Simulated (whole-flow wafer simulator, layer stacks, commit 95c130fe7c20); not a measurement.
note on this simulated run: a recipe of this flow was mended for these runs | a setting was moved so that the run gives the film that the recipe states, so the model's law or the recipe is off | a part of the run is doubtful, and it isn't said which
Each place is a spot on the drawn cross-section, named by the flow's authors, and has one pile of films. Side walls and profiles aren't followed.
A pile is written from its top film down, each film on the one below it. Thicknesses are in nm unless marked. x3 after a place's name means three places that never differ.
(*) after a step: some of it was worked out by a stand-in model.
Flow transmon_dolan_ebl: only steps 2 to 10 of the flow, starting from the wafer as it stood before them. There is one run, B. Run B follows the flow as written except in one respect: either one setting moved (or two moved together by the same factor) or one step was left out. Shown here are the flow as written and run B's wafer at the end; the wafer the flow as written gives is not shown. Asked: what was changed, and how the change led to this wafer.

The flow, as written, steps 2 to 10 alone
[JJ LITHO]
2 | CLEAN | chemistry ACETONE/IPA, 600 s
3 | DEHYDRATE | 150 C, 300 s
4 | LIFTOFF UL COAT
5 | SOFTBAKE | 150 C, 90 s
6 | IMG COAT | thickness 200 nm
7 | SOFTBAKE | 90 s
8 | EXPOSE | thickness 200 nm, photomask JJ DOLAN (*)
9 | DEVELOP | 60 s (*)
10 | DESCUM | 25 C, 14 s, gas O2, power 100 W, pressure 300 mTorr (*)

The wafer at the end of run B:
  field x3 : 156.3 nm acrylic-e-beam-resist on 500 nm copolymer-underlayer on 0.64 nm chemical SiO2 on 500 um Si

Cause: step 6, IMG COAT: thickness 171 nm was run, whereas the flow has thickness 200 nm; step 8, EXPOSE: thickness 171 nm was run, where the flow has thickness 200 nm.

The path from the change to this, step by step:
  6 | IMG COAT | thickness 200 nm
      field x3, jj_line: acrylic-e-beam-resist gains 171 (new film) (in the flow as written it would be: acrylic-e-beam-resist gains 200 (new film))
  9 | DEVELOP | 60 s (*)
      jj_line: acrylic-e-beam-resist loses 171 (all of it), copolymer-underlayer loses 500 (all of it) (in the flow as written it would be: acrylic-e-beam-resist loses 200 (all of it), copolymer-underlayer loses 500 (all of it))
